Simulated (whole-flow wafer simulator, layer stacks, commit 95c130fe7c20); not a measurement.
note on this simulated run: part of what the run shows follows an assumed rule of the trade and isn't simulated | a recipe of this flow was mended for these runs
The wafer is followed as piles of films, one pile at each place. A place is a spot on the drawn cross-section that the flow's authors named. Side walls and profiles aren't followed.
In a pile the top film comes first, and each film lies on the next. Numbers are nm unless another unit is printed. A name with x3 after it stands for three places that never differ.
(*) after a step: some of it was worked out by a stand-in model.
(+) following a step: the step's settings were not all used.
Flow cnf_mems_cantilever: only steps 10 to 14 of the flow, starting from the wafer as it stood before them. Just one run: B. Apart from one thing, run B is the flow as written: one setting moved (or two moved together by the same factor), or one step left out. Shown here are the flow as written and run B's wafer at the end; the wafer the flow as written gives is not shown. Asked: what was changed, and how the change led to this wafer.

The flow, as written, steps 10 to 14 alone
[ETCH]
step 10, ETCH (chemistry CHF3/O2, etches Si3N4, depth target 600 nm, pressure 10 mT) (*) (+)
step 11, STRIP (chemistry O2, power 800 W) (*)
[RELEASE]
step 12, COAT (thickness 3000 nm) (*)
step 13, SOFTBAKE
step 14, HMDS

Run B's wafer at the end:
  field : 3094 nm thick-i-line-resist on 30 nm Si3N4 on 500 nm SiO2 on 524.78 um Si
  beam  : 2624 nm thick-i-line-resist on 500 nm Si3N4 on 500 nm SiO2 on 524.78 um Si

Cause: step 10, ETCH: depth target 470 nm was run, while the flow as written has depth target 600 nm.

How this came from the change, step by step:
  step 10, ETCH (chemistry CHF3/O2, etches Si3N4, depth target 600 nm, pressure 10 mT) (*) (+)
      field: -470 Si3N4 (as written it would have been: -500 Si3N4 (all of it), -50 SiO2)
      beam: -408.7 KrF-resist (as written it would have been: -521.7 KrF-resist)
  step 11, STRIP (chemistry O2, power 800 W) (*)
      beam: -574 KrF-resist (all of it) (as written it would have been: -460.9 KrF-resist (all of it))
  step 12, COAT (thickness 3000 nm) (*)
      beam: +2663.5 thick-i-line-resist (new film) (as written it would have been: +2607.6 thick-i-line-resist (new film))
  step 13, SOFTBAKE
      field: +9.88 thick-i-line-resist (as written it would have been: +11.9 thick-i-line-resist)
      beam: -39.5 thick-i-line-resist (as written it would have been: -47.6 thick-i-line-resist)
